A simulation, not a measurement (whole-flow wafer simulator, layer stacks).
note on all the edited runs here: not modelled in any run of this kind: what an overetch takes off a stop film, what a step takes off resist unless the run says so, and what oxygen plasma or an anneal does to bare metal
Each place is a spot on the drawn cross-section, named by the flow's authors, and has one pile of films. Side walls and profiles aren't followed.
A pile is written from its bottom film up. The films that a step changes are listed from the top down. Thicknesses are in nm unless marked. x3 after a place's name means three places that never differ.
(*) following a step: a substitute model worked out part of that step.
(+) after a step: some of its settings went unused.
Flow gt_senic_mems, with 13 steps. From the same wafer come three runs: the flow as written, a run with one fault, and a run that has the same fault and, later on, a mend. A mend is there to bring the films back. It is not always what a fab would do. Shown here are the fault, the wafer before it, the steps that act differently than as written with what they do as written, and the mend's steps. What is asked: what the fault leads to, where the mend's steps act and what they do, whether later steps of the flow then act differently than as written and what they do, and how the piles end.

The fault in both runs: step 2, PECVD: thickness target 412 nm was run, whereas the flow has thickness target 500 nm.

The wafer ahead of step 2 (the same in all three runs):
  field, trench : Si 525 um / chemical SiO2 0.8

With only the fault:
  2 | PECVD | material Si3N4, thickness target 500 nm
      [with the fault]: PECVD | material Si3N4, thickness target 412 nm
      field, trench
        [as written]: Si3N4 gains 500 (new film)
        [with the fault]: Si3N4 gains 412 (new film)
  Steps further on in the flow that do not act as written (not shown: 1 more step that differs only slightly, by at most 2% or 0.5 nm, whichever is larger):
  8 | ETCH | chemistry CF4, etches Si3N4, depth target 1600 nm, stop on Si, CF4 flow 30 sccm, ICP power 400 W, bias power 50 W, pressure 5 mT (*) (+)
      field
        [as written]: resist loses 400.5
        [with the fault]: resist loses 341.9
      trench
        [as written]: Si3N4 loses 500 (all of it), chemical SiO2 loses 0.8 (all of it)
        [with the fault]: Si3N4 loses 412 (all of it), chemical SiO2 loses 0.8 (all of it)
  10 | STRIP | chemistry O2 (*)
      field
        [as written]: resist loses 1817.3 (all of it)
        [with the fault]: resist loses 1876 (all of it)
  At field, the piles at the end differ from the flow's by more than 2% or 0.5 nm, whichever is larger.
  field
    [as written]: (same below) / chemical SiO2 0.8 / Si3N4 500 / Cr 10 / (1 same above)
    [with the fault]: (same below) / chemical SiO2 0.8 / Si3N4 412 / Cr 10 / (1 same above)

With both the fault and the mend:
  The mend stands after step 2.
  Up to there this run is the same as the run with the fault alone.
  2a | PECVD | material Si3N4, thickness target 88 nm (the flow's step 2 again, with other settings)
      field, trench
        Si3N4 gains 88
  Every later step of the flow that is run acts as written at every place that is followed.
  At every place that both follow, the piles at the end match the flow's.
